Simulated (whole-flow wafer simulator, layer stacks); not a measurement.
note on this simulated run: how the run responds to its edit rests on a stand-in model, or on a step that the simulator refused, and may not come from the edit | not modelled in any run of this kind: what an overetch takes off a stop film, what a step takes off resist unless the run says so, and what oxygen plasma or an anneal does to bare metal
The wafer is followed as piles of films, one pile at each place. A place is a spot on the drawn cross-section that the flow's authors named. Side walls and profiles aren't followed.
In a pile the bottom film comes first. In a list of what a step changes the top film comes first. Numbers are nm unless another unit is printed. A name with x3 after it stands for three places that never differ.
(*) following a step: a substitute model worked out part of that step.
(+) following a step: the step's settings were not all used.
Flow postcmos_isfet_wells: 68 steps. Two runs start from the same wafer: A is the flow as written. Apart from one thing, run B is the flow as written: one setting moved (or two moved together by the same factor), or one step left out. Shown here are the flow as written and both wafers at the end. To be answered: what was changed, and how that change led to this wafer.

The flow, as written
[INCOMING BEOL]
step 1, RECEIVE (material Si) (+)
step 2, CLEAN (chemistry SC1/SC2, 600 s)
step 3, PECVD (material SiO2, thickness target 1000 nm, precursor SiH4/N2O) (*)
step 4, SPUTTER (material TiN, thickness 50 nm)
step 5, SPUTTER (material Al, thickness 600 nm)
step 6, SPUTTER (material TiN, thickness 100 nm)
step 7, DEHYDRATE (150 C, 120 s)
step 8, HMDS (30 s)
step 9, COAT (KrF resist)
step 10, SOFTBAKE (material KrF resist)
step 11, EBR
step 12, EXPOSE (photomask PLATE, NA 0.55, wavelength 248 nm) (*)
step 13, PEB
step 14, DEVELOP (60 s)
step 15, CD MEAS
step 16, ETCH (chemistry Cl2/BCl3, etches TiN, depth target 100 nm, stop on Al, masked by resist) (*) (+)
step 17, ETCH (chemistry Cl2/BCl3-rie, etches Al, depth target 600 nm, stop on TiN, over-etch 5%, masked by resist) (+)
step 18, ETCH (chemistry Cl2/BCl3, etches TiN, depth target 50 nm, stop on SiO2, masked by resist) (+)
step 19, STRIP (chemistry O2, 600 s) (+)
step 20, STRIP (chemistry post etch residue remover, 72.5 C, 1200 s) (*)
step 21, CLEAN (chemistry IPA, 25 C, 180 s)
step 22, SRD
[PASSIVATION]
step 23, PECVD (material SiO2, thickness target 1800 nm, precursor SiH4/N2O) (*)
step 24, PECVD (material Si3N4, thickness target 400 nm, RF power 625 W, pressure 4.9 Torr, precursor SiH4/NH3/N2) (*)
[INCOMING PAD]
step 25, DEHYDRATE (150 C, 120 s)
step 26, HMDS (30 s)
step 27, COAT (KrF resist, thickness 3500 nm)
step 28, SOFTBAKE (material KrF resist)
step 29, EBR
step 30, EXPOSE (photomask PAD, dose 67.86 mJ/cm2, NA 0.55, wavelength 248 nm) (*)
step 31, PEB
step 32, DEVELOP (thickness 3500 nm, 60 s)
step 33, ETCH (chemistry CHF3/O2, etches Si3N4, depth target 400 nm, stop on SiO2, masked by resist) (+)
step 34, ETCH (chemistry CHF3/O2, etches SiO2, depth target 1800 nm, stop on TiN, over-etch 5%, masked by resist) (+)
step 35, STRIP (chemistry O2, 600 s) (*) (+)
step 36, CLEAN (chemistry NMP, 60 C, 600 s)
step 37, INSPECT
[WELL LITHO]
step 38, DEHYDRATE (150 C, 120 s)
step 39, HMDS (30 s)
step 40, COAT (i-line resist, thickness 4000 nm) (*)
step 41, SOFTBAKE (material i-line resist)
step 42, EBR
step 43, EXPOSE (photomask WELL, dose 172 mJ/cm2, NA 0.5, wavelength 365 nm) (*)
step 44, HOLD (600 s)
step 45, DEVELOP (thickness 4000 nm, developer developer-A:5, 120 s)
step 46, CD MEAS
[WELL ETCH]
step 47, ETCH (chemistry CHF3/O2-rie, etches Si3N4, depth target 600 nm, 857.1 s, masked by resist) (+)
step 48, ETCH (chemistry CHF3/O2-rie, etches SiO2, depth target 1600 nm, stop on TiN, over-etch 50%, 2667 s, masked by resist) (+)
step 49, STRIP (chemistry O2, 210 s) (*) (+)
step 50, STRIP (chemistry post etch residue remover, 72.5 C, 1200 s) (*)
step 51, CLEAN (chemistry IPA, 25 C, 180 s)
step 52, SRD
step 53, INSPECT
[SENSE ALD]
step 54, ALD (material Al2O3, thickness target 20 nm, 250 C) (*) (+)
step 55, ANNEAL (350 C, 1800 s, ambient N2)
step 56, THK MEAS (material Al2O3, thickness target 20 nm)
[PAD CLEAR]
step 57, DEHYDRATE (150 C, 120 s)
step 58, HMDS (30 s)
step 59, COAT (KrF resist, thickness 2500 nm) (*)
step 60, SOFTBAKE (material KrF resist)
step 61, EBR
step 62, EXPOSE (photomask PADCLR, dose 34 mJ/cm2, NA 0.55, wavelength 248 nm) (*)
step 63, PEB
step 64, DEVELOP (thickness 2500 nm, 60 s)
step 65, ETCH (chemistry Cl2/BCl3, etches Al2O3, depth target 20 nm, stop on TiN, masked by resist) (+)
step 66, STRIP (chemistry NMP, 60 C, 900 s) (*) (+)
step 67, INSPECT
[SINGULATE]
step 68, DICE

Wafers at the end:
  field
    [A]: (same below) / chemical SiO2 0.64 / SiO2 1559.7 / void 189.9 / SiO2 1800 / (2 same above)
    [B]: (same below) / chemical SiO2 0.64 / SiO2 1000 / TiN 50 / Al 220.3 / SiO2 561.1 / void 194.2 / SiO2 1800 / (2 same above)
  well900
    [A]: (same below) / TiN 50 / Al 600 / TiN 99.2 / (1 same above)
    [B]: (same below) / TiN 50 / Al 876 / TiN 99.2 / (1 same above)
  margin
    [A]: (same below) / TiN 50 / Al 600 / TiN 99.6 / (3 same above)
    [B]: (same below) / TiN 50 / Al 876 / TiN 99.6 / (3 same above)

The reason: step 5, SPUTTER: thickness 876 nm was run, though the flow has thickness 600 nm.
One can read it off the wafer: well900 has Al 876, and step 5 as written asks for 600 nm.

Step by step, how the change led to this:
  step 5, SPUTTER (material Al, thickness 600 nm)
      field, margin, well900, well1300 x3, pad_rim, pad_clr, pad_open: A +600 Al (new film) | B +876 Al (new film)
  step 17, ETCH (chemistry Cl2/BCl3-rie, etches Al, depth target 600 nm, stop on TiN, over-etch 5%, masked by resist) (+)
      field: A -600 Al (all of it) | B -600 Al
  step 18, ETCH (chemistry Cl2/BCl3, etches TiN, depth target 50 nm, stop on SiO2, masked by resist) (+)
      field: A -50 TiN (all of it) | B -50 Al
  step 20, STRIP (chemistry post etch residue remover, 72.5 C, 1200 s) (*)
      field: A nothing | B -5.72 Al
  step 23, PECVD (material SiO2, thickness target 1800 nm, precursor SiH4/N2O) (*)
      field: A +1800 SiO2 (new film), +189.9 void (new film), +559.7 SiO2 | B +1800 SiO2 (new film), +194.2 void (new film), +561.1 SiO2 (new film)
Taking metal films that touch as one body, field has 1 body; the flow as written gives 0 bodies.
